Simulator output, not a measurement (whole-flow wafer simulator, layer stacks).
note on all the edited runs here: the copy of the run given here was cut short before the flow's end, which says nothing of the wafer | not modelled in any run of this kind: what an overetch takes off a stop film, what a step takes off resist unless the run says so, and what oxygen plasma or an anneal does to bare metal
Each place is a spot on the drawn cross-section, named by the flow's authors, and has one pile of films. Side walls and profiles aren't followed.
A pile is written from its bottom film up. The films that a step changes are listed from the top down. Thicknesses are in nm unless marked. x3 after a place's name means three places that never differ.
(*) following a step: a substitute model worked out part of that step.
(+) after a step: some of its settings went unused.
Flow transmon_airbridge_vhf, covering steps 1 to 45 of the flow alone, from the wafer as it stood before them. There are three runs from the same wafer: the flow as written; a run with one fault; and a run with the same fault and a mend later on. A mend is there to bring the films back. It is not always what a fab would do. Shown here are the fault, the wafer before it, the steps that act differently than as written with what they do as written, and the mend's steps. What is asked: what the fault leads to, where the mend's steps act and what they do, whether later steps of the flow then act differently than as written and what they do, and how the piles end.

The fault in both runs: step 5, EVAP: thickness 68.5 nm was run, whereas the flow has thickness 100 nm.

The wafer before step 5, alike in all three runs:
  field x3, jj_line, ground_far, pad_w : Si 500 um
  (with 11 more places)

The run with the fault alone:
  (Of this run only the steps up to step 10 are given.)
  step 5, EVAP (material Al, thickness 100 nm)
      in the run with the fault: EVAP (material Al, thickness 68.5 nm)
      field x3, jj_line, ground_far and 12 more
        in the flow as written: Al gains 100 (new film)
        in the run with the fault: Al gains 68.5 (new film)
  Later steps of the flow up to step 10 that are run all act as written at every place that is followed.
  The piles after step 10 differ from the flow's at field x3, jj_line, ground_far and 12 more by more than 2% or 0.5 nm, whichever is larger.
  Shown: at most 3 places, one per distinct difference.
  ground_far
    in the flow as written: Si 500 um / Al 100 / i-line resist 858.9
    in the run with the fault: Si 500 um / Al 68.5 / i-line resist 858.9
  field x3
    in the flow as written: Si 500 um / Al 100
    in the run with the fault: Si 500 um / Al 68.5

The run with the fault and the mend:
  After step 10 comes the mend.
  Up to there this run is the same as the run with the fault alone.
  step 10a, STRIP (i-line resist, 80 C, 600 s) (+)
      ground_far, pad_w, flank_w and 8 more
        i-line resist loses 858.9 (all of it)
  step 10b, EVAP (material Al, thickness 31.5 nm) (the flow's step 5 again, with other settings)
      field x3, jj_line, ground_far and 12 more
        Al gains 31.5
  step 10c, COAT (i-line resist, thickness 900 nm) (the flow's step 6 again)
      field x3, jj_line, ground_far and 12 more
        i-line resist gains 900 (new film)
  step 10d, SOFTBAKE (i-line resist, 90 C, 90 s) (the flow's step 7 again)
      does not change any film at any place that is followed
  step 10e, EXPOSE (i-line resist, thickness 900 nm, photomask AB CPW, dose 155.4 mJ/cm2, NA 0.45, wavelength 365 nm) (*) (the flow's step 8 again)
      does not change any film at any place that is followed
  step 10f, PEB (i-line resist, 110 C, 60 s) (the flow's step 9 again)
      field x3, jj_line, ground_far and 12 more
        i-line resist loses 41
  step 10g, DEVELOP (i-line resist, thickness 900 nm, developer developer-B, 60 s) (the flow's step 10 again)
      ground_far, pad_w, flank_w and 8 more
        i-line resist loses 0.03
      field x3, jj_line, gap_w, gap_e
        i-line resist loses 859 (all of it)
  Later steps of the flow that are run all act as written at every place that is followed.
  The piles end the same as the flow's at every place that both follow.
